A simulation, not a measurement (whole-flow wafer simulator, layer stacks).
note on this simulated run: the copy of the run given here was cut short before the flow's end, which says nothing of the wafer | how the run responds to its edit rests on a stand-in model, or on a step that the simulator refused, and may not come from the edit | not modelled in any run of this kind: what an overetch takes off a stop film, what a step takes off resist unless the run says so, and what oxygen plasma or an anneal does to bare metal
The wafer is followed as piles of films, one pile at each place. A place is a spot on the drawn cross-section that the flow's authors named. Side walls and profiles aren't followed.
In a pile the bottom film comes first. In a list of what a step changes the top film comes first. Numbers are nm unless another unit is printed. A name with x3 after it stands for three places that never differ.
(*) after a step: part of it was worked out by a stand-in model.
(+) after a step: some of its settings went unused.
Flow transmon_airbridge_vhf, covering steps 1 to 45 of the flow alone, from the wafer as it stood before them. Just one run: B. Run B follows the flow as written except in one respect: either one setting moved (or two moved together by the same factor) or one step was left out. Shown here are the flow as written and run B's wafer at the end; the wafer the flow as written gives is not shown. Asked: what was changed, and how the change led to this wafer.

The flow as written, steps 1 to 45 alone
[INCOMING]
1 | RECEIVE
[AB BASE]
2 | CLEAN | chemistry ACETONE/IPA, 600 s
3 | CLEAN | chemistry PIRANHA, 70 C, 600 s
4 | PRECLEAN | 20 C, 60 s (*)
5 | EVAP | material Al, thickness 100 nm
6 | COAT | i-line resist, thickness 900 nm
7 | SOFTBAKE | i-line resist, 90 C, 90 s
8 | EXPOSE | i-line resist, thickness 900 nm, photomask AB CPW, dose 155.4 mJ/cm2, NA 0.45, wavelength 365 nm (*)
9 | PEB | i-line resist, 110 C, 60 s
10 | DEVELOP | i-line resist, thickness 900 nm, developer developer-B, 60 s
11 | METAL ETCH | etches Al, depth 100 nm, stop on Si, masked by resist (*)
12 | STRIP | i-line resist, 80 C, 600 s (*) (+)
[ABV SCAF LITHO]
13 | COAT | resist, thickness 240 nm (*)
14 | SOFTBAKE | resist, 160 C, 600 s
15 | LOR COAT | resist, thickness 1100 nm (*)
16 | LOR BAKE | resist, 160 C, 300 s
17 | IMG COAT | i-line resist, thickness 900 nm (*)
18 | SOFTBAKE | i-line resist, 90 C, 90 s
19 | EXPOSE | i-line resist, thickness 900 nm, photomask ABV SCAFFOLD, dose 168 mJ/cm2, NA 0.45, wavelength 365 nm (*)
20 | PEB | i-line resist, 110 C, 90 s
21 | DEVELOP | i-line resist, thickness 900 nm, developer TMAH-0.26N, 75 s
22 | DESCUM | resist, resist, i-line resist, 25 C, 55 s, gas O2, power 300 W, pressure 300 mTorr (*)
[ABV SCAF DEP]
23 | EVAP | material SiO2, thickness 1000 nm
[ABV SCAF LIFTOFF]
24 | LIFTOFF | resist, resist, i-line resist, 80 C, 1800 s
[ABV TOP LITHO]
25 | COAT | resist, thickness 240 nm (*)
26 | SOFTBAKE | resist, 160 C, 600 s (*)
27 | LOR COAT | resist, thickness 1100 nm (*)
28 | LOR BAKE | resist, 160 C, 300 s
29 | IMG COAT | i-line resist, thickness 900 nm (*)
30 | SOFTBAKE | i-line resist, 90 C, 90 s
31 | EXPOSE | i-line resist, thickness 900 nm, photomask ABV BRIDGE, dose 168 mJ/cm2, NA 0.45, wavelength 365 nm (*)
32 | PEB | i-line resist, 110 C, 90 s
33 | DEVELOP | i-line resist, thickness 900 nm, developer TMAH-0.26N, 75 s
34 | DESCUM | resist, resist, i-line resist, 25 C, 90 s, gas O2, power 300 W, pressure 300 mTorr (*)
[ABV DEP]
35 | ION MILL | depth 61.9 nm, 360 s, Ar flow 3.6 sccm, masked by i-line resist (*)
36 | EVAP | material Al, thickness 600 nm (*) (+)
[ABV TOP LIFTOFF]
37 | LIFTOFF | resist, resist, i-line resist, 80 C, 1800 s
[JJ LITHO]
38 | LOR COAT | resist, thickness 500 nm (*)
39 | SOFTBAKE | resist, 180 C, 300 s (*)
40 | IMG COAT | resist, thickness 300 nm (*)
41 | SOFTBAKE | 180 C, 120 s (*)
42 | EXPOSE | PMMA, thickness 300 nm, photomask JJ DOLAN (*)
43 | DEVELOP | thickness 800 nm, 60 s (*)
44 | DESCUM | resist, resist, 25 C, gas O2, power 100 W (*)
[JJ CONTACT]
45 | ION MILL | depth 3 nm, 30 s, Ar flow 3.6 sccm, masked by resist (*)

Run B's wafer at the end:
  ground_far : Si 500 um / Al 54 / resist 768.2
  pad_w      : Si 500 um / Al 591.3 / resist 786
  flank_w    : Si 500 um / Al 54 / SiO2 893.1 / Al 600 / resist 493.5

What caused this: step 5, EVAP: thickness 54 nm was run, while the flow as written has thickness 100 nm.
One can read it off the wafer: ground_far has Al 54, and step 5 as written asks for 100 nm.

How this came from the change, step by step:
  5 | EVAP | material Al, thickness 100 nm
      field x3, jj_line, ground_far and 12 more: Al gains 54 (new film) (in the flow as written it would be: Al gains 100 (new film))
  11 | METAL ETCH | etches Al, depth 100 nm, stop on Si, masked by resist (*)
      ground_far, pad_w, flank_w and 8 more: i-line resist loses 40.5 (in the flow as written it would be: i-line resist loses 50)
      field x3, jj_line, gap_w, gap_e: Al loses 54 (all of it) (in the flow as written it would be: Al loses 100 (all of it))
  13 | COAT | resist, thickness 240 nm (*)
      flank_w, flank_e: resist gains 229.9 (new film) (in the flow as written it would be: resist gains 222.3 (new film))
      gap_w, gap_e: resist gains 246.5 (new film) (in the flow as written it would be: resist gains 251.7 (new film))
  22 | DESCUM | resist, resist, i-line resist, 25 C, 55 s, gas O2, power 300 W, pressure 300 mTorr (*)
      flank_w, flank_e: resist loses 229.9 (all of it) (in the flow as written it would be: resist loses 222.3 (all of it))
      gap_w, gap_e: resist loses 246.5 (all of it) (in the flow as written it would be: resist loses 251.7 (all of it))
  25 | COAT | resist, thickness 240 nm (*)
      flank_w, flank_e: resist gains 158 (new film) (in the flow as written it would be: resist gains 152.6 (new film))
      gap_w, gap_e: resist gains 205.8 (new film) (in the flow as written it would be: resist gains 210.7 (new film))
  34 | DESCUM | resist, resist, i-line resist, 25 C, 90 s, gas O2, power 300 W, pressure 300 mTorr (*)
      flank_w, flank_e: resist loses 158 (all of it) (in the flow as written it would be: resist loses 152.6 (all of it))
      gap_w, gap_e: resist loses 205.8 (all of it) (in the flow as written it would be: resist loses 210.7 (all of it))
  35 | ION MILL | depth 61.9 nm, 360 s, Ar flow 3.6 sccm, masked by i-line resist (*)
      pad_w, pad_e: Al loses 54 (all of it), Si loses 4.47 (in the flow as written it would be: Al loses 61.9)
  36 | EVAP | material Al, thickness 600 nm (*) (+)
      pad_w, pad_e: Al gains 591.3 (new film) (in the flow as written it would be: Al gains 591.2)
  40 | IMG COAT | resist, thickness 300 nm (*)
      flank_w, flank_e: resist gains 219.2 (in the flow as written it would be: resist gains 212.1)
